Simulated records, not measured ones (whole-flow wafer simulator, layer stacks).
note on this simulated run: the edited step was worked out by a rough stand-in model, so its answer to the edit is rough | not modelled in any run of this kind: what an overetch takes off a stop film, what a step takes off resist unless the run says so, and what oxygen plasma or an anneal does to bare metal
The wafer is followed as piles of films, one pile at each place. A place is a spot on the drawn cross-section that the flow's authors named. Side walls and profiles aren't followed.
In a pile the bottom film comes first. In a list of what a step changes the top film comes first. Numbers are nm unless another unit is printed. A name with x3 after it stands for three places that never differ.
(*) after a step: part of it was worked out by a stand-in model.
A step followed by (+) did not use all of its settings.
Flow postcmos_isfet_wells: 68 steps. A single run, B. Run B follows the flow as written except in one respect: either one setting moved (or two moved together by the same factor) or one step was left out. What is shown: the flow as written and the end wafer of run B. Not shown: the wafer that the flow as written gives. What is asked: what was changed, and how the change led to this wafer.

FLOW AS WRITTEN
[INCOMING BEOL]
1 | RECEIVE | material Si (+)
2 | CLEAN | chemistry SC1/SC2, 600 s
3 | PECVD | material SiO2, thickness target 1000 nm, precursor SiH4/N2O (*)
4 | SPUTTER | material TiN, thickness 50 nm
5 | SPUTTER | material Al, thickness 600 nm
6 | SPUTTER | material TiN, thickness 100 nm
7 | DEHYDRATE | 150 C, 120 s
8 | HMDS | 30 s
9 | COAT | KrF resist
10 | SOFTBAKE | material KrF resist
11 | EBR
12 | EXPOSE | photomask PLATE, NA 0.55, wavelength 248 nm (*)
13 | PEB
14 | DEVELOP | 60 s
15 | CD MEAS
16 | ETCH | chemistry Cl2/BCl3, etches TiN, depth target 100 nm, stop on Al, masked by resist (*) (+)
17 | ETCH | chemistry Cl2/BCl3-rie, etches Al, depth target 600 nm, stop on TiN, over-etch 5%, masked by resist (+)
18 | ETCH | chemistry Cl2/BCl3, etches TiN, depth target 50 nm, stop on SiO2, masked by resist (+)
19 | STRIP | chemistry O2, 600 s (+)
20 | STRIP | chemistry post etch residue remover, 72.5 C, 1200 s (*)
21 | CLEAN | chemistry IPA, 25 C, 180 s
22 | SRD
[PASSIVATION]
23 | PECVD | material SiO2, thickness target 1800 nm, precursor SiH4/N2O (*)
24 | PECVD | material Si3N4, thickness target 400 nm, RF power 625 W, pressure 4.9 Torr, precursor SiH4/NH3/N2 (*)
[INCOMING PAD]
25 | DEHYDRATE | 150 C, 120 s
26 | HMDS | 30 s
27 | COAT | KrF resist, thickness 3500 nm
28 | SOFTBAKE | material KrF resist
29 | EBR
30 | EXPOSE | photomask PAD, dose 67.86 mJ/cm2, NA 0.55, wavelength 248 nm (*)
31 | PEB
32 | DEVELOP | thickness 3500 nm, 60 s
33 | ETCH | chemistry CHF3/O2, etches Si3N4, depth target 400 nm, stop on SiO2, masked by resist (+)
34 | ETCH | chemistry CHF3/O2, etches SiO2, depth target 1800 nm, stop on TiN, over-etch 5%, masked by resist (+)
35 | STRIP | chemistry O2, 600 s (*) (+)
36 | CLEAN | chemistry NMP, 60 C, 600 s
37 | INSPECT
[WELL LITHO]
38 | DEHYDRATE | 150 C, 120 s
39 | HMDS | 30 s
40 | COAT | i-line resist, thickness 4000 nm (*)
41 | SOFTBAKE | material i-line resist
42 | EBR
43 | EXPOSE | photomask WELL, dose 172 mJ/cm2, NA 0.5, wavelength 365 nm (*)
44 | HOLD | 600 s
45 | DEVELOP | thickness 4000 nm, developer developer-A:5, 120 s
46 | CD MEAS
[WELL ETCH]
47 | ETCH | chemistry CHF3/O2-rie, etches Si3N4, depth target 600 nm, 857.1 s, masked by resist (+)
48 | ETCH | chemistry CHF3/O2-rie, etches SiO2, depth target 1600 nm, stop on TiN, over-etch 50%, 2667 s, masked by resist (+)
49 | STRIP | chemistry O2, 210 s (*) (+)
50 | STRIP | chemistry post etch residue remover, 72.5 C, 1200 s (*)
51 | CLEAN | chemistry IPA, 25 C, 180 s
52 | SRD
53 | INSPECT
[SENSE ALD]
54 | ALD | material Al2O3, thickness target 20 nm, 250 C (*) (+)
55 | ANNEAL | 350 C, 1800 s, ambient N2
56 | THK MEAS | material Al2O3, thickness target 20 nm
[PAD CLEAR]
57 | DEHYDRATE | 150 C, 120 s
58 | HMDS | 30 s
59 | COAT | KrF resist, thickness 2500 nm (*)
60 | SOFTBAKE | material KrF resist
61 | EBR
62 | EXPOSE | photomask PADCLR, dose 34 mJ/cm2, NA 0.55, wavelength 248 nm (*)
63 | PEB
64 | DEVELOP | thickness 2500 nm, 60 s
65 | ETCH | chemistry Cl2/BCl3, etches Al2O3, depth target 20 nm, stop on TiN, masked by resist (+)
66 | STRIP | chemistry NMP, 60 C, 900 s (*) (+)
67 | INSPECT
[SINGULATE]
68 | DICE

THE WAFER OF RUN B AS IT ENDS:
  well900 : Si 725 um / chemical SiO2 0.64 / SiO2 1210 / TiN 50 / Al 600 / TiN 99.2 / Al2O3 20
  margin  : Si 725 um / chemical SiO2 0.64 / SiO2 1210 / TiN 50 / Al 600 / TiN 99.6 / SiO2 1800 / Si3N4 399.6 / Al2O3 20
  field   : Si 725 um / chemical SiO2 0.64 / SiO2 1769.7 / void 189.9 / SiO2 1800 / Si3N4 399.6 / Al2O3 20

Cause: step 3, PECVD: thickness target 1210 nm was run, whereas the flow has thickness target 1000 nm.
One can read it off the wafer: well900 has SiO2 1210, and step 3 as written asks for 1000 nm.

The path from the change to this, step by step:
  3 | PECVD | material SiO2, thickness target 1000 nm, precursor SiH4/N2O (*)
      field, margin, well900, well1300 x3, pad_rim, pad_clr, pad_open: SiO2 gains 1210 (new film) (as written it would have been: SiO2 gains 1000 (new film))
